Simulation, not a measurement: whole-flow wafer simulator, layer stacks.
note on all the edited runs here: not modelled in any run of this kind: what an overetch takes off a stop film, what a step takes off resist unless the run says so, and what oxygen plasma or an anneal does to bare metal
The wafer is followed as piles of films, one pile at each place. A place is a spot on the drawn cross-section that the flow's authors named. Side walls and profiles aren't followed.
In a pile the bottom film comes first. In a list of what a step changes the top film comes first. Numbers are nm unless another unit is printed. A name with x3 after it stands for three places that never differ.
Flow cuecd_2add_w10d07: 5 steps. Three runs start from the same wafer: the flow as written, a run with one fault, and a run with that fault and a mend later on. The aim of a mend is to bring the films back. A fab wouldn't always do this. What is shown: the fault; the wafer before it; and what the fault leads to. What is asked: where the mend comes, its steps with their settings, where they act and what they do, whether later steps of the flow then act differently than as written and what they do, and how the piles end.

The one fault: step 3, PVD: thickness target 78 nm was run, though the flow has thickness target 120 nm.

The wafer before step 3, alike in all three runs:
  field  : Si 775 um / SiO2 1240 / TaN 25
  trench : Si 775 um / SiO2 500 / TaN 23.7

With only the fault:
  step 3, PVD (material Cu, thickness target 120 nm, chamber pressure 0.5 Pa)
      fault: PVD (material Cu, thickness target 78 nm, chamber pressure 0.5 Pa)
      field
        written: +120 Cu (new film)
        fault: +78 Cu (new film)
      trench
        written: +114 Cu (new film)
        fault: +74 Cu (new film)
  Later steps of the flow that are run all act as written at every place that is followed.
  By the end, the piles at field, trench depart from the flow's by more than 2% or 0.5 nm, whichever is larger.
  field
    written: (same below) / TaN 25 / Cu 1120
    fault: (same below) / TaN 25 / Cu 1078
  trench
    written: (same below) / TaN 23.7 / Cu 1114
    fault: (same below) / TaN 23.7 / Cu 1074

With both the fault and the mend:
  The mend follows step 3.
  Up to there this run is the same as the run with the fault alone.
  step 3a, PVD (material Cu, thickness target 42 nm, chamber pressure 0.5 Pa) (the flow's step 3 again, with other settings)
      field
        +42 Cu
      trench
        +39.8 Cu
  Later steps of the flow that are run all act as written at every place that is followed.
  At the end the piles are close to the flow's at the places that both follow, differing by at most 2% or 0.5 nm, whichever is larger.
